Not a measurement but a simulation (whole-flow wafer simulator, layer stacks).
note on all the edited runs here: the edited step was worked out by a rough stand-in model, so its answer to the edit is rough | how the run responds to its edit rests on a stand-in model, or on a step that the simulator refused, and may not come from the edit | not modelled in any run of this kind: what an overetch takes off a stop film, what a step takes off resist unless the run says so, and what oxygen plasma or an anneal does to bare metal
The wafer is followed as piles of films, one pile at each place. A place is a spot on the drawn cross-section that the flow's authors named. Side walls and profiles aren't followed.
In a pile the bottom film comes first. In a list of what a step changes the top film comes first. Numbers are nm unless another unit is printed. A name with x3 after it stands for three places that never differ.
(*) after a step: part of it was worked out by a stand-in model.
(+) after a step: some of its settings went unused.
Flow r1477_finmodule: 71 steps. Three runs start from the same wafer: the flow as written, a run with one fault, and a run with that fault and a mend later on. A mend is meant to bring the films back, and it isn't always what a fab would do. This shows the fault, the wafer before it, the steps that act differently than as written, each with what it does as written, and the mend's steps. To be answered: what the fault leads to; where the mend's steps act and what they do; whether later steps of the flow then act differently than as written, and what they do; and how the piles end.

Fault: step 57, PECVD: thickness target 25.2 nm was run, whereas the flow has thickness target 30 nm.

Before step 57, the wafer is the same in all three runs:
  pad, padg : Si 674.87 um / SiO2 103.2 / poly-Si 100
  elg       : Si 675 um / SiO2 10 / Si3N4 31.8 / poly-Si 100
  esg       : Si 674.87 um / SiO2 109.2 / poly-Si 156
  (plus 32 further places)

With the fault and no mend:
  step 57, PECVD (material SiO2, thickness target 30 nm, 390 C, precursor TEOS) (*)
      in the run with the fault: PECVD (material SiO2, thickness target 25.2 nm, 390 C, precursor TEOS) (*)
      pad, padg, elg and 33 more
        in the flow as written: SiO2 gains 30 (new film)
        in the run with the fault: SiO2 gains 25.2 (new film)
  Steps later in the flow that act otherwise than as written (not shown: 1 more step that differs only slightly, by at most 2% or 0.5 nm, whichever is larger):
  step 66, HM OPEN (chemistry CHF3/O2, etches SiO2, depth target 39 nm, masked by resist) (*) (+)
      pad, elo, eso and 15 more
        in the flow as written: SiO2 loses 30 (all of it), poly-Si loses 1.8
        in the run with the fault: SiO2 loses 25.2 (all of it), poly-Si loses 2.52
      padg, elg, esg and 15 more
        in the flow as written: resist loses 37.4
        in the run with the fault: resist loses 36.2
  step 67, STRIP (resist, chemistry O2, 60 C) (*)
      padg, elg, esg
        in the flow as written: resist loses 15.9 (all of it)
        in the run with the fault: resist loses 17 (all of it)
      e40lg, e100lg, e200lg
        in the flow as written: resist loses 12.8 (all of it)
        in the run with the fault: resist loses 13.9 (all of it)
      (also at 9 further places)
  The piles end different from the flow's at padg, elg, esg and 15 more by more than 2% or 0.5 nm, whichever is larger.
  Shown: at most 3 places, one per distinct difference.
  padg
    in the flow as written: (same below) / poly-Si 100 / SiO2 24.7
    in the run with the fault: (same below) / poly-Si 100 / SiO2 19.9
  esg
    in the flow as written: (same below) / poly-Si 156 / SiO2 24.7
    in the run with the fault: (same below) / poly-Si 156 / SiO2 19.9
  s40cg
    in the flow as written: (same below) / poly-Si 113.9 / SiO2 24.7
    in the run with the fault: (same below) / poly-Si 113.9 / SiO2 19.9

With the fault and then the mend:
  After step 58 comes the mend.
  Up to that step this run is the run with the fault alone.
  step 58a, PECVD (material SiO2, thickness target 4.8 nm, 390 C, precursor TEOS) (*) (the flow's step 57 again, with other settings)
      pad, padg, elg and 33 more
        SiO2 gains 4.8
  Every later step of the flow that is run acts as written at every place that is followed.
  At every place that both follow, the piles at the end match the flow's.
